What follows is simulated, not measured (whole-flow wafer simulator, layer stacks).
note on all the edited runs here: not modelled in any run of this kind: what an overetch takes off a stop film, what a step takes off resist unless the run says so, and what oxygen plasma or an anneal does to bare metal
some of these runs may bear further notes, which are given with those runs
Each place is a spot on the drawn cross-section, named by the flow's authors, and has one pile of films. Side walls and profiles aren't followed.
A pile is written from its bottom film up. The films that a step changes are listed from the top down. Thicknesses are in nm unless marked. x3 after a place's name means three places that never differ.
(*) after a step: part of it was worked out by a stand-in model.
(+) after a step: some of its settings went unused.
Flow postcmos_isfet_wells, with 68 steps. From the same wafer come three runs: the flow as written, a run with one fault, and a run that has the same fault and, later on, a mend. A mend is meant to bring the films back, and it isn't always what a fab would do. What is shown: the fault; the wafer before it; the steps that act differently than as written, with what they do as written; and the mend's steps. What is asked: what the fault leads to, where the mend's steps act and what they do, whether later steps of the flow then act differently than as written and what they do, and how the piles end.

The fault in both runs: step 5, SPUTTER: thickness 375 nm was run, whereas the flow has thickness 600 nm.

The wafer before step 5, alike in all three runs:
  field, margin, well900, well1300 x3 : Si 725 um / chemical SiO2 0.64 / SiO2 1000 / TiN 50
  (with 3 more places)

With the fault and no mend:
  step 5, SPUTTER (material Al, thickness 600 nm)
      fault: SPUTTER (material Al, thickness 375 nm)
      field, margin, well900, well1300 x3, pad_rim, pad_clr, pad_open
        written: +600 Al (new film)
        fault: +375 Al (new film)
  Steps later in the flow that act otherwise than as written:
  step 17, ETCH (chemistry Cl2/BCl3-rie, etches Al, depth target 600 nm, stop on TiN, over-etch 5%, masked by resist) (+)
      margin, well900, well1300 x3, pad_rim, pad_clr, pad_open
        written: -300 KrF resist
        fault: -196.9 KrF resist
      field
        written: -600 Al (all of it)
        fault: -375 Al (all of it)
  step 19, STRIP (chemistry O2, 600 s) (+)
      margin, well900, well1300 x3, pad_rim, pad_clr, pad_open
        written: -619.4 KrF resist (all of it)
        fault: -722.5 KrF resist (all of it)
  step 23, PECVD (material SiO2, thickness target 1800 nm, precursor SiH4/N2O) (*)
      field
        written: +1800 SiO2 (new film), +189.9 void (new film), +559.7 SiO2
        fault: +2324.6 SiO2
  The piles end different from the flow's at field, margin, well900, well1300 x3, pad_rim, pad_clr, pad_open by more than 2% or 0.5 nm, whichever is larger.
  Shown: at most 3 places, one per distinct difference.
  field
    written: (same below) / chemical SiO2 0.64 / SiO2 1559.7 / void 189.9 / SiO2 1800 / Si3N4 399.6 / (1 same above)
    fault: (same below) / chemical SiO2 0.64 / SiO2 3324.6 / Si3N4 399.6 / (1 same above)
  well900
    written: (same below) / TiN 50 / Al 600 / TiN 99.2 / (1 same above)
    fault: (same below) / TiN 50 / Al 375 / TiN 99.2 / (1 same above)
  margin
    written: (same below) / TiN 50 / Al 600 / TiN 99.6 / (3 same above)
    fault: (same below) / TiN 50 / Al 375 / TiN 99.6 / (3 same above)

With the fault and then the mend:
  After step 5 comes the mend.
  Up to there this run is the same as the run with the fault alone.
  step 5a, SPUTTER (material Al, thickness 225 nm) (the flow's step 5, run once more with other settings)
      field, margin, well900, well1300 x3, pad_rim, pad_clr, pad_open
        +225 Al
  Every later step of the flow that is run acts as written at every place that is followed.
  By the end, the piles equal the flow's at every place that both follow.
